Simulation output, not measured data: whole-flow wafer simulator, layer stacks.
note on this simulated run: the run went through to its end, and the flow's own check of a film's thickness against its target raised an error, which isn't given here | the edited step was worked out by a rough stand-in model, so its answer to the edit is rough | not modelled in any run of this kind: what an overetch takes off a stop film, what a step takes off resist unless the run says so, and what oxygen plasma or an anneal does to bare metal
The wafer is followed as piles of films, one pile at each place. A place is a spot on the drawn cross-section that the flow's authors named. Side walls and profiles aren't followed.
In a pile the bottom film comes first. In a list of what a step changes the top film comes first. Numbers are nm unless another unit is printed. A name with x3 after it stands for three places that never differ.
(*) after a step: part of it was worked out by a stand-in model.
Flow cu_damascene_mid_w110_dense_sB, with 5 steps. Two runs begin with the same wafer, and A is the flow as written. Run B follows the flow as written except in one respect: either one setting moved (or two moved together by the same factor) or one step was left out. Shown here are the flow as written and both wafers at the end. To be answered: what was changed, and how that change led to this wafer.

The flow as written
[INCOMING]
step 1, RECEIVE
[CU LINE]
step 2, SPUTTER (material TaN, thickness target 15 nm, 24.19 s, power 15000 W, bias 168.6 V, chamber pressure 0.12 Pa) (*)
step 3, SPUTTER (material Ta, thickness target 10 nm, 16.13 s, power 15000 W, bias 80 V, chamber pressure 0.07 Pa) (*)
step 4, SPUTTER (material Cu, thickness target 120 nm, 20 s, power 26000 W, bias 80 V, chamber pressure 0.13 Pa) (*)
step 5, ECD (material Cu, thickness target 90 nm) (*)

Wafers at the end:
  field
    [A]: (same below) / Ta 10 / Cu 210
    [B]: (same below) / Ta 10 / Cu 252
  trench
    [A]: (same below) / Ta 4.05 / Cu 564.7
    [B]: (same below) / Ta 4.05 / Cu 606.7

The reason: step 4, SPUTTER: thickness target 162 nm was run, whereas the flow has thickness target 120 nm; step 4, SPUTTER: 27 s was run, where the flow has 20 s.

Step by step, how the change led to this:
  step 4, SPUTTER (material Cu, thickness target 120 nm, 20 s, power 26000 W, bias 80 V, chamber pressure 0.13 Pa) (*)
      field: A Cu gains 120 (new film) | B Cu gains 162 (new film)
      trench: A Cu gains 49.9 (new film) | B Cu gains 67.4 (new film)
  step 5, ECD (material Cu, thickness target 90 nm) (*)
      trench: A Cu gains 514.8 | B Cu gains 539.3
